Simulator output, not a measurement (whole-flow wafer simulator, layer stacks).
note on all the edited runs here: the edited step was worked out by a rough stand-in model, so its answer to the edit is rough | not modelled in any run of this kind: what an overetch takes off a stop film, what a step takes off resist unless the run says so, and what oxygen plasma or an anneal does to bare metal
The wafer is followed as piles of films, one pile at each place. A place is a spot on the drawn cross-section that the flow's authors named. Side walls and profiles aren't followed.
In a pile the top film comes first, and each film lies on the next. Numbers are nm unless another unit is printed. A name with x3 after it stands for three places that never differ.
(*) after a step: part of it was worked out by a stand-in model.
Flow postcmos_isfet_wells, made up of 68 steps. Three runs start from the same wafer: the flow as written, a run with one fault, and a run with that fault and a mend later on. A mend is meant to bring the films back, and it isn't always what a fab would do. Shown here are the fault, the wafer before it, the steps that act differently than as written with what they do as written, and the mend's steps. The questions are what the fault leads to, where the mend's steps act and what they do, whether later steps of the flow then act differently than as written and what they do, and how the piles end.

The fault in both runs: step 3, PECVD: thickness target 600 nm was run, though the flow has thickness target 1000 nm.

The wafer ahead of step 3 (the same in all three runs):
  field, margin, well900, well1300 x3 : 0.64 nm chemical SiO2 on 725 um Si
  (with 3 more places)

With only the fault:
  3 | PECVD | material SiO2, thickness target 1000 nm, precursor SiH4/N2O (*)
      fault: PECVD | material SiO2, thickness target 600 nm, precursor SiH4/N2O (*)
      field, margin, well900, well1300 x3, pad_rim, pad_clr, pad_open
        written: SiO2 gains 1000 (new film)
        fault: SiO2 gains 600 (new film)
  Later steps of the flow that are run all act as written at every place that is followed.
  At field, margin, well900, well1300 x3, pad_rim, pad_clr, pad_open, the piles at the end differ from the flow's by more than 2% or 0.5 nm, whichever is larger.
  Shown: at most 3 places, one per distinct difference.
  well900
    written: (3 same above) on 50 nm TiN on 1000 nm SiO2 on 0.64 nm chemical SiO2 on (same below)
    fault: (3 same above) on 50 nm TiN on 600 nm SiO2 on 0.64 nm chemical SiO2 on (same below)
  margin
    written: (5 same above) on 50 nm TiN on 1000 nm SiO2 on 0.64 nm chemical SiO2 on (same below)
    fault: (5 same above) on 50 nm TiN on 600 nm SiO2 on 0.64 nm chemical SiO2 on (same below)
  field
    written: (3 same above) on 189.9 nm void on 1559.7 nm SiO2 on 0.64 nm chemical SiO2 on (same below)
    fault: (3 same above) on 189.9 nm void on 1159.7 nm SiO2 on 0.64 nm chemical SiO2 on (same below)

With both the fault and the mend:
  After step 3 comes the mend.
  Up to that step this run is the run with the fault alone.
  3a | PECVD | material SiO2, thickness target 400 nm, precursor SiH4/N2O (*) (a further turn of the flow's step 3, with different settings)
      field, margin, well900, well1300 x3, pad_rim, pad_clr, pad_open
        SiO2 gains 400
  Later steps of the flow that are run all act as written at every place that is followed.
  By the end, the piles equal the flow's at every place that both follow.
